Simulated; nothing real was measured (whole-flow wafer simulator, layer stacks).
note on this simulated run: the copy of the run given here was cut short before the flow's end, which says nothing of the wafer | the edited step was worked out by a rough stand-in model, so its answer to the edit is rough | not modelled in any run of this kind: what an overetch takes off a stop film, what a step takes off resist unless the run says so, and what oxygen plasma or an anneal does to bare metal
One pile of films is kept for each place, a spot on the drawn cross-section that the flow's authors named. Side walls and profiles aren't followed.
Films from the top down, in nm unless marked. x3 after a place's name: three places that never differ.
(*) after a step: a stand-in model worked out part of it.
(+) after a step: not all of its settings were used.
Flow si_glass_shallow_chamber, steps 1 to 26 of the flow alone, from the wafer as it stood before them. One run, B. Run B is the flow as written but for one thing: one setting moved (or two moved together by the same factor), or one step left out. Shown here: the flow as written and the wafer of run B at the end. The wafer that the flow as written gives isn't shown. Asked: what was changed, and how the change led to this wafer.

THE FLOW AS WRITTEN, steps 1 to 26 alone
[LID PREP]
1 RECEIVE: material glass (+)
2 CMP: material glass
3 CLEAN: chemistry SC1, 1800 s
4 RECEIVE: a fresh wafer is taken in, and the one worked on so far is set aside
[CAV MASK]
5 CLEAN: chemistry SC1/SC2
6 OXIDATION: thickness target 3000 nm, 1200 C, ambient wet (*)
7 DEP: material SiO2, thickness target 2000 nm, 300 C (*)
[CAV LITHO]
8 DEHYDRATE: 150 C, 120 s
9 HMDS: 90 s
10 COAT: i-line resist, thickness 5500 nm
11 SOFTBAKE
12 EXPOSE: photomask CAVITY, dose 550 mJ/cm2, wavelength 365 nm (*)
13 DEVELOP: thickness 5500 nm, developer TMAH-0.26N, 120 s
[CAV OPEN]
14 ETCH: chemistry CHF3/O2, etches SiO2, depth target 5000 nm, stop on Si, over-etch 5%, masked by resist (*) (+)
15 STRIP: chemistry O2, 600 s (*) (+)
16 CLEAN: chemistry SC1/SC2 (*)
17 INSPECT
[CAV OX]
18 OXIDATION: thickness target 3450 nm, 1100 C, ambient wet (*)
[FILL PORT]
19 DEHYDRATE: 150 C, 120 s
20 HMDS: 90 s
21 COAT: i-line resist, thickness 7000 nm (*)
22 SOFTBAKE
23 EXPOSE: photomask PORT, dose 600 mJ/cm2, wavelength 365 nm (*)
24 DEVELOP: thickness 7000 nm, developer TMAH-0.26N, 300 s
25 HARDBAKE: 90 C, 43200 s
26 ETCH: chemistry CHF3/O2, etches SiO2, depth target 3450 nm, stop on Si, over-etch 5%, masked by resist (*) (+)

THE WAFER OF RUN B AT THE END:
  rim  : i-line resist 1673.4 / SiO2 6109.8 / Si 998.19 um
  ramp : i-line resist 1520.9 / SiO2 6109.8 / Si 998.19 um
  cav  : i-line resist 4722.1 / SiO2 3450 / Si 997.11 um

The cause: step 26, ETCH: over-etch 6.13% was run, where the flow has over-etch 5%.

How the change led to this, step by step:
  26 ETCH: chemistry CHF3/O2, etches SiO2, depth target 3450 nm, stop on Si, over-etch 5%, masked by resist (*) (+)
      port: SiO2 -3450 (all of it), Si -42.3 (as written it would be: SiO2 -3450 (all of it), Si -34.5)
